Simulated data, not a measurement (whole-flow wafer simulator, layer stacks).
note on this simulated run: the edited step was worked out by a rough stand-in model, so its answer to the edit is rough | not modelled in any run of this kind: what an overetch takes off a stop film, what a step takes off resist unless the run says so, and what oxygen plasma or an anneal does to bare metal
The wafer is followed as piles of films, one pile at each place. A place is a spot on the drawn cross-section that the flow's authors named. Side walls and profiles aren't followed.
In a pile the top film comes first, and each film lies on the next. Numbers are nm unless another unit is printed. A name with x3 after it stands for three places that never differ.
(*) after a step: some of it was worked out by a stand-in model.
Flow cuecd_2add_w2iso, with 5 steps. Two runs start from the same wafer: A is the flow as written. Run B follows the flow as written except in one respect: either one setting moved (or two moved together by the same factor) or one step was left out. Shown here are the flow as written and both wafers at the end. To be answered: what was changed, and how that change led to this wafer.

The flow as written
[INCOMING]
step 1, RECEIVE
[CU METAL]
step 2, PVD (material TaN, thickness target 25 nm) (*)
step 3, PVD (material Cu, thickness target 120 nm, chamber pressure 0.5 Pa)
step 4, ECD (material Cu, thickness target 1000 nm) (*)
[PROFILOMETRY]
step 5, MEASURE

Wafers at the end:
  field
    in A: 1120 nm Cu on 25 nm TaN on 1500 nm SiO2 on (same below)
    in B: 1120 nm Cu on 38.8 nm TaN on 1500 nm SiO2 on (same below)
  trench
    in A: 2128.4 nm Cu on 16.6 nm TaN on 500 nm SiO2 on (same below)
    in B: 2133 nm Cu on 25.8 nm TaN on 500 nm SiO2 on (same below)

The reason: step 2, PVD: thickness target 38.8 nm was run, whereas the flow has thickness target 25 nm.
One can read it off the wafer: field has TaN 38.8, and step 2 as written asks for 25 nm.

The path from the change to this, step by step:
  step 2, PVD (material TaN, thickness target 25 nm) (*)
      field: A +25 TaN (new film) | B +38.8 TaN (new film)
      trench: A +16.6 TaN (new film) | B +25.8 TaN (new film)
